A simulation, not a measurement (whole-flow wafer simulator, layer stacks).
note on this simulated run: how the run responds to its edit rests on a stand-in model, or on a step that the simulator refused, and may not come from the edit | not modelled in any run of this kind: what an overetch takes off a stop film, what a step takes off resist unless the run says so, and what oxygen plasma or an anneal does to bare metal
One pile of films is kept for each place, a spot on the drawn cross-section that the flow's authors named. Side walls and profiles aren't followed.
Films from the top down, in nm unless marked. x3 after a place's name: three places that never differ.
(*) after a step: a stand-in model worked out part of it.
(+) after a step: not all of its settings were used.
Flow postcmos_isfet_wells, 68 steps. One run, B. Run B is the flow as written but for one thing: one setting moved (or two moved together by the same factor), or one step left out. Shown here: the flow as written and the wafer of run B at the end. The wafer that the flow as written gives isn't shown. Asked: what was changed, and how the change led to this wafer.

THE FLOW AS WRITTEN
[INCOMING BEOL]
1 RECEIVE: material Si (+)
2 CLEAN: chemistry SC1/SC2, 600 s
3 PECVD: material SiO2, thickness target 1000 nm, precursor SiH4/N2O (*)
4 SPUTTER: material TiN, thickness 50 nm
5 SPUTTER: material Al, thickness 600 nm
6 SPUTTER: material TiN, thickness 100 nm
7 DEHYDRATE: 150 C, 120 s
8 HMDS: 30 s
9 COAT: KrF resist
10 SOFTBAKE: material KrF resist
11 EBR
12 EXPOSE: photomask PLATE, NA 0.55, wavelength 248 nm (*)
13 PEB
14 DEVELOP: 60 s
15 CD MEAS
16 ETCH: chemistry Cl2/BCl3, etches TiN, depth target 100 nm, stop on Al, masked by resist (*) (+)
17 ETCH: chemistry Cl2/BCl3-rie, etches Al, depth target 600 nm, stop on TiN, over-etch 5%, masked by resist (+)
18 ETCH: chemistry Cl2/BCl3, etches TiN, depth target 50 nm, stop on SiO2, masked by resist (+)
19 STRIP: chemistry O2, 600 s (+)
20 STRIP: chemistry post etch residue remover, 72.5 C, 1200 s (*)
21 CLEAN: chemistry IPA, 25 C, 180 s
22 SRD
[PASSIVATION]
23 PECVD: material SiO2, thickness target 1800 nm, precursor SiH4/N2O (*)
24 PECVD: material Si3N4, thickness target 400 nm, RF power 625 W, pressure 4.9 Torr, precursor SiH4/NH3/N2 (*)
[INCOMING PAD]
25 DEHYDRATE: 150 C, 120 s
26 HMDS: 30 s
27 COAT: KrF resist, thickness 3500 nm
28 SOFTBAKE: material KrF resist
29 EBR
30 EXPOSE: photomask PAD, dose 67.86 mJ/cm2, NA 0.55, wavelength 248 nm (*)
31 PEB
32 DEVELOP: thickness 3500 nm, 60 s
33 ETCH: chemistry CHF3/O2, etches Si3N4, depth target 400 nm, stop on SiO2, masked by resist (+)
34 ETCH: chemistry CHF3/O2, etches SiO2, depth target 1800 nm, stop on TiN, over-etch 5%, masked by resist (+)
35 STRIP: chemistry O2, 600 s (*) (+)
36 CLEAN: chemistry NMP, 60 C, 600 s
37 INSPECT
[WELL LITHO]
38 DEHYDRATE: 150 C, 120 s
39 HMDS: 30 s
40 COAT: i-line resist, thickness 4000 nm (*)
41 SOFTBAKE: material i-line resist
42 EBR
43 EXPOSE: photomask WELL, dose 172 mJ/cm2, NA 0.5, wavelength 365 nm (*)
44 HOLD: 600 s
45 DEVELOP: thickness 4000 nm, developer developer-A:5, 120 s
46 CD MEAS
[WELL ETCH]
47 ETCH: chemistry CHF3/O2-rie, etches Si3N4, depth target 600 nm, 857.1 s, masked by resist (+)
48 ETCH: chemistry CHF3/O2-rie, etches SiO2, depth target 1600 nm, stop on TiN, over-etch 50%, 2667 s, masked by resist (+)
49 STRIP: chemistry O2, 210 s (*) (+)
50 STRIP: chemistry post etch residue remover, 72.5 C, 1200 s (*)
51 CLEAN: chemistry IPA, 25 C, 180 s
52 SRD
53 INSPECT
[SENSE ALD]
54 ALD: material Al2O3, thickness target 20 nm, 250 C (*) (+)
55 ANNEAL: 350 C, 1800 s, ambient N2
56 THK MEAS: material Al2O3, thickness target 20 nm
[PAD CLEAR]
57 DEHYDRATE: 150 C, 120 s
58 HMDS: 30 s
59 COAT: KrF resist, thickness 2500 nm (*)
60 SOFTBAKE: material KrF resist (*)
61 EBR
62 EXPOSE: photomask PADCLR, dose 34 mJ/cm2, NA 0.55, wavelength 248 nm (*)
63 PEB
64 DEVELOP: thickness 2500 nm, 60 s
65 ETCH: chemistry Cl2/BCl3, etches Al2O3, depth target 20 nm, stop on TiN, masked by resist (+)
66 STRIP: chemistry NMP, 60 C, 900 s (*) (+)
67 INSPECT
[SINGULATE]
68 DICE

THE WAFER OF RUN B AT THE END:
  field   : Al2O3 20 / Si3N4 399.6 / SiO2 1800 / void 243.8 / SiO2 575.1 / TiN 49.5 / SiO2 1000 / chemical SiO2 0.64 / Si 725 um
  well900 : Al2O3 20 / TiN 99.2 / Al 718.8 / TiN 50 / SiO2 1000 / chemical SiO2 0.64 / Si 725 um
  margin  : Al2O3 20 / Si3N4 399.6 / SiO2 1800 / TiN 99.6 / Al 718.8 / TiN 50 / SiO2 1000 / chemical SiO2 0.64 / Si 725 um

The cause: step 5, SPUTTER: thickness 718.8 nm was run, where the flow has thickness 600 nm.
It can be read off the wafer: well900 has Al 718.8, and step 5 as written asks for 600 nm.

How the change led to this, step by step:
  5 SPUTTER: material Al, thickness 600 nm
      field, margin, well900, well1300 x3, pad_rim, pad_clr, pad_open: Al +718.8 (new film) (as written it would be: Al +600 (new film))
  17 ETCH: chemistry Cl2/BCl3-rie, etches Al, depth target 600 nm, stop on TiN, over-etch 5%, masked by resist (+)
      field: Al -600 (as written it would be: Al -600 (all of it))
  18 ETCH: chemistry Cl2/BCl3, etches TiN, depth target 50 nm, stop on SiO2, masked by resist (+)
      field: Al -118.8 (all of it), TiN -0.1 (as written it would be: TiN -50 (all of it))
  23 PECVD: material SiO2, thickness target 1800 nm, precursor SiH4/N2O (*)
      field: SiO2 +1800 (new film), void +243.8 (new film), SiO2 +575.1 (new film) (as written it would be: SiO2 +1800 (new film), void +189.9 (new film), SiO2 +559.7)
Counting metal films that touch as one body, field has 1 body; the flow as written gives 0 bodies.
